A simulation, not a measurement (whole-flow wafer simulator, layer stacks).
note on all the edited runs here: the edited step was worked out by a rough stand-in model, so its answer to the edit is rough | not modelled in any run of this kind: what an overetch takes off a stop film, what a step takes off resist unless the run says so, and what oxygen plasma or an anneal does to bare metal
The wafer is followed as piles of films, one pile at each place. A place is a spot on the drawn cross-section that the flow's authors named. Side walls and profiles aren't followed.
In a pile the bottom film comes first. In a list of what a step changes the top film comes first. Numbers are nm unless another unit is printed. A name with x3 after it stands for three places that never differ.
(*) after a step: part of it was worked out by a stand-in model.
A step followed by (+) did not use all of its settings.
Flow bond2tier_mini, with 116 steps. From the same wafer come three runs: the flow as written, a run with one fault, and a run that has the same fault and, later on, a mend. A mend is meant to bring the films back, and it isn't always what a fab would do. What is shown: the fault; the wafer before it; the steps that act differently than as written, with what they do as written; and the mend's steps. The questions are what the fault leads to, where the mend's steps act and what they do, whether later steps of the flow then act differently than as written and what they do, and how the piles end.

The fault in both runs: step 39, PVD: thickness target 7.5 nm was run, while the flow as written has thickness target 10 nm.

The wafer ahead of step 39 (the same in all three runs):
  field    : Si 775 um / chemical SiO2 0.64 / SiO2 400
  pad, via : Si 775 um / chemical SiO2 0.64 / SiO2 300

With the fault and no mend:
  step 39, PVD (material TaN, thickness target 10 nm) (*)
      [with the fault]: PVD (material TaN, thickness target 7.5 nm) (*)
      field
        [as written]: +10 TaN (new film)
        [with the fault]: +7.5 TaN (new film)
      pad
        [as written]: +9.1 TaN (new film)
        [with the fault]: +6.83 TaN (new film)
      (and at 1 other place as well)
  Steps later in the flow that act otherwise than as written (1 other step is not shown; it differs only slightly, by no more than 2% or 0.5 nm, whichever is larger):
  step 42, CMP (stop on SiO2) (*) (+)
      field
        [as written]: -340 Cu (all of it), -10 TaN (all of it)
        [with the fault]: -340 Cu (all of it), -7.5 TaN (all of it)
  At pad, the piles at the end differ from the flow's by more than 2% or 0.5 nm, whichever is larger.
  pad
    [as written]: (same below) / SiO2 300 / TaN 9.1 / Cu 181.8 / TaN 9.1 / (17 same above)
    [with the fault]: (same below) / SiO2 300 / TaN 6.83 / Cu 184.1 / TaN 9.1 / (17 same above)

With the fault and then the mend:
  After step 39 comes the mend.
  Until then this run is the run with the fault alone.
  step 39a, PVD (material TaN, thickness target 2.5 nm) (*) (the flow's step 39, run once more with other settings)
      field
        +2.5 TaN
      pad
        +2.27 TaN
      via
        +2.49 TaN
  Every later step of the flow that is run acts as written at every place that is followed.
  The piles end the same as the flow's at every place that both follow.
